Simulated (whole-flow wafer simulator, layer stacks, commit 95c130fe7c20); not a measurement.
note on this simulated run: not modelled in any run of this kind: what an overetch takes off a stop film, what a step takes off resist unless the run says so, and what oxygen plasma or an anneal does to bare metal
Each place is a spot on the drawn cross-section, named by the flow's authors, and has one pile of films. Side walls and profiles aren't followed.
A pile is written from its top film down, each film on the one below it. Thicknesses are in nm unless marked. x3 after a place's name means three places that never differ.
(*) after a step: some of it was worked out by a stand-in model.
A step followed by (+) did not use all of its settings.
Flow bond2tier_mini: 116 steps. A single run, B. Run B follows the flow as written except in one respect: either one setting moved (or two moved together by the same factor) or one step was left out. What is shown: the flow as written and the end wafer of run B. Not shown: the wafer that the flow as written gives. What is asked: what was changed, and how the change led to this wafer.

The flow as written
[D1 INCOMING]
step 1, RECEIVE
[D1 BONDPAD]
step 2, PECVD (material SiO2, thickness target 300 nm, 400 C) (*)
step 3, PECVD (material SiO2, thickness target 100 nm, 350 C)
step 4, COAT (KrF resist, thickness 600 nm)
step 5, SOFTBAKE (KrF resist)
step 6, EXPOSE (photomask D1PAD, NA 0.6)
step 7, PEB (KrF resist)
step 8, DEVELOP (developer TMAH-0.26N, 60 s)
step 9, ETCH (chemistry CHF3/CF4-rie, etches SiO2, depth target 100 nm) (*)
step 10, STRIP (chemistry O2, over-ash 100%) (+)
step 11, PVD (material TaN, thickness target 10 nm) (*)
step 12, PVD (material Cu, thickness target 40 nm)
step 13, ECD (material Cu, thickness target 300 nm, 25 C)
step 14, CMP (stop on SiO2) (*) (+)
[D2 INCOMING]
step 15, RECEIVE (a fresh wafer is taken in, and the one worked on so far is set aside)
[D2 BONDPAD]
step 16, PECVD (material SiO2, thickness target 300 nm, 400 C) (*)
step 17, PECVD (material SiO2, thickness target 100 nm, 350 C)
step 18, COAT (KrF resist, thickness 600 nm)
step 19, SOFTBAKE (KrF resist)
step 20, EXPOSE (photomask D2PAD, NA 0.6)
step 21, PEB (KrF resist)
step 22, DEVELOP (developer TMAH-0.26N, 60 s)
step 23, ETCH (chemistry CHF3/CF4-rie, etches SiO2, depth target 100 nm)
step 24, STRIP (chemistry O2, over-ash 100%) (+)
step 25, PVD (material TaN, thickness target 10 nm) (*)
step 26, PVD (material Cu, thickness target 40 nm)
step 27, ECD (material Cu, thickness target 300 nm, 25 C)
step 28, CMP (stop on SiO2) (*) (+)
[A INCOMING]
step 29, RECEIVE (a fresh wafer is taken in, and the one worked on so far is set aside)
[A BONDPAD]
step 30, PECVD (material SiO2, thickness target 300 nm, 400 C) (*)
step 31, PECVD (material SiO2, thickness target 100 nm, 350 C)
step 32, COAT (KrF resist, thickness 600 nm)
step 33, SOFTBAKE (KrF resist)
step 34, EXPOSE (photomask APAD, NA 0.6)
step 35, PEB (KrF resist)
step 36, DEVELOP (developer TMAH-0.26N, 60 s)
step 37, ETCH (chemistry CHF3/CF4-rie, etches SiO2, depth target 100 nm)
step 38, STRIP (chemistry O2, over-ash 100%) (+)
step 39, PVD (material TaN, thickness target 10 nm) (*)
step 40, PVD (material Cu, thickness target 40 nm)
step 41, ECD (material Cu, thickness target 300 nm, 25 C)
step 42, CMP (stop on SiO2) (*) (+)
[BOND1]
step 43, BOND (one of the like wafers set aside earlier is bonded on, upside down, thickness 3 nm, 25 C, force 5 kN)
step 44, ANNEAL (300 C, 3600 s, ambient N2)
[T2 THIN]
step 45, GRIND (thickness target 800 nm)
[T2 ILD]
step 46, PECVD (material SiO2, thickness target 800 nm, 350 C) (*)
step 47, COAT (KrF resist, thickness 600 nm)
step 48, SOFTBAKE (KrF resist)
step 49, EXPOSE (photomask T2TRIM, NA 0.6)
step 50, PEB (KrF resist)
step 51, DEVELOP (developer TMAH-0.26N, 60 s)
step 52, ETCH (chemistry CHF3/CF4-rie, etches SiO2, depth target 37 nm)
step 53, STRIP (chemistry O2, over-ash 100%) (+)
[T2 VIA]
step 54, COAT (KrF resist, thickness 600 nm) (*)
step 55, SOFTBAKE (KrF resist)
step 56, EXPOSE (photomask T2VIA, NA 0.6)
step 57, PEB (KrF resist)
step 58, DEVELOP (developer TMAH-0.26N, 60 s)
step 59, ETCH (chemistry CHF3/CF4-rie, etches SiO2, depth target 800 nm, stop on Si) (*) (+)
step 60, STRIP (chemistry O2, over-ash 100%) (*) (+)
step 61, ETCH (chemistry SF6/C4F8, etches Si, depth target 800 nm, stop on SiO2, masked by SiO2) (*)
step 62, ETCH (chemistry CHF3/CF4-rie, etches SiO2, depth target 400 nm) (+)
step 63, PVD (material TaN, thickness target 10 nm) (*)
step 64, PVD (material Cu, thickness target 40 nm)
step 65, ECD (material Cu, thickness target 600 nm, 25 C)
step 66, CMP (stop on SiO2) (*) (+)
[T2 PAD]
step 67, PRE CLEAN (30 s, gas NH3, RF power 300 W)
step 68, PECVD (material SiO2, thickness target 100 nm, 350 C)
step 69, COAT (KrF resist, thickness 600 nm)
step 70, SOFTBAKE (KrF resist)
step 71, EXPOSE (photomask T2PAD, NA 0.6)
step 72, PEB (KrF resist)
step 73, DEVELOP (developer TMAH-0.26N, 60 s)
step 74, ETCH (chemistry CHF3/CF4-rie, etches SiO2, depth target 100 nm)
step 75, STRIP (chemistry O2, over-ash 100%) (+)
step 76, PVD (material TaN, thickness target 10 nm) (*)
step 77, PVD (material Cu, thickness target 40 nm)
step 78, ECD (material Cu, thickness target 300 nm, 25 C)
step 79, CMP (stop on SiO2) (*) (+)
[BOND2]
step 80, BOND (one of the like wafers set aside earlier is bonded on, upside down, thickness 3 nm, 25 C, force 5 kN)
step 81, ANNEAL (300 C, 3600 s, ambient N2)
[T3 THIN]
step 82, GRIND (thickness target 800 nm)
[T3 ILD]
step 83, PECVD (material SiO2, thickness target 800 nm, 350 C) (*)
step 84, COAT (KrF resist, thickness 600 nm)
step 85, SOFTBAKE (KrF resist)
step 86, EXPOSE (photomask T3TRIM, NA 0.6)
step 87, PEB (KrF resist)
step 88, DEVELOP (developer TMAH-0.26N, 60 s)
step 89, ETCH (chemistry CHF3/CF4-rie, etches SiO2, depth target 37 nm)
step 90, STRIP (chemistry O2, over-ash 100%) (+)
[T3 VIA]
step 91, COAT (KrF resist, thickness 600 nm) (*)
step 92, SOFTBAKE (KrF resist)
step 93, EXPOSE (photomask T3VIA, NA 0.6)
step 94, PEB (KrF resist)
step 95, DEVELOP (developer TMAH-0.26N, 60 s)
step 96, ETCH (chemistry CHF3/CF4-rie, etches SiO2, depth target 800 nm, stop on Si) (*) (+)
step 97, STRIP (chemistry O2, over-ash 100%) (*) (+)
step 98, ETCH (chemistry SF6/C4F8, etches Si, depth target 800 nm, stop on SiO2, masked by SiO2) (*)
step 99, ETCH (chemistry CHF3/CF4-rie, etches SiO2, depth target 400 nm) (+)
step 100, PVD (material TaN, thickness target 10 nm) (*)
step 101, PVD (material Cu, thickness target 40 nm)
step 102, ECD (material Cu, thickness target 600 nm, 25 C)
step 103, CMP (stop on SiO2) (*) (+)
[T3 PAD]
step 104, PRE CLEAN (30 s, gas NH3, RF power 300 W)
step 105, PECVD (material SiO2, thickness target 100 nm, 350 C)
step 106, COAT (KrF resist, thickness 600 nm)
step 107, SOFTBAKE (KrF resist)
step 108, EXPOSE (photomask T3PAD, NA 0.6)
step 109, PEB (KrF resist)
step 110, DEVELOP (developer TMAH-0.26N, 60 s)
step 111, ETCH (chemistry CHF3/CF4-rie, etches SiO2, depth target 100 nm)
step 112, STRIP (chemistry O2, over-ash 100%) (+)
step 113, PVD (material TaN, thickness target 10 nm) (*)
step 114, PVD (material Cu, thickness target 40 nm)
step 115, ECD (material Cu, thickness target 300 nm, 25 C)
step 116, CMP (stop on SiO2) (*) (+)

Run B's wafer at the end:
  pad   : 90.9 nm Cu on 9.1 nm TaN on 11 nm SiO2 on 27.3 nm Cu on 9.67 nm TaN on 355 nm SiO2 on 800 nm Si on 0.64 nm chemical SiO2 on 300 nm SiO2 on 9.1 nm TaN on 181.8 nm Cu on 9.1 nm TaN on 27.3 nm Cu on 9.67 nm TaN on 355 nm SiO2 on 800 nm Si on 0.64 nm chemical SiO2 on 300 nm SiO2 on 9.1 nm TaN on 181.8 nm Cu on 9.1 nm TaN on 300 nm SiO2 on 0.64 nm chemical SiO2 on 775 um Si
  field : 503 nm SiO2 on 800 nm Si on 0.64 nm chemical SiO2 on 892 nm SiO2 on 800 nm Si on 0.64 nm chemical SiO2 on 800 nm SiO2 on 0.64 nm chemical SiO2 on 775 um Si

The reason: step 105, PECVD: thickness target 111 nm was run, though the flow has thickness target 100 nm.

How this came from the change, step by step:
  step 105, PECVD (material SiO2, thickness target 100 nm, 350 C)
      field: +111 SiO2 (it would be, as written: +100 SiO2)
      pad: +111 SiO2 (new film) (it would be, as written: +100 SiO2 (new film))
  step 111, ETCH (chemistry CHF3/CF4-rie, etches SiO2, depth target 100 nm)
      pad: -100 SiO2 (it would be, as written: -100 SiO2 (all of it))
With metal films that touch counted as one body, pad has 4 bodies (between them, from the top down: SiO2 11; SiO2 355 / Si 800 / chemical SiO2 0.64 / SiO2 300; SiO2 355 / Si 800 / chemical SiO2 0.64 / SiO2 300); the flow as written gives 3 bodies (between them, from the top down: SiO2 355 / Si 800 / chemical SiO2 0.64 / SiO2 300; SiO2 355 / Si 800 / chemical SiO2 0.64 / SiO2 300).
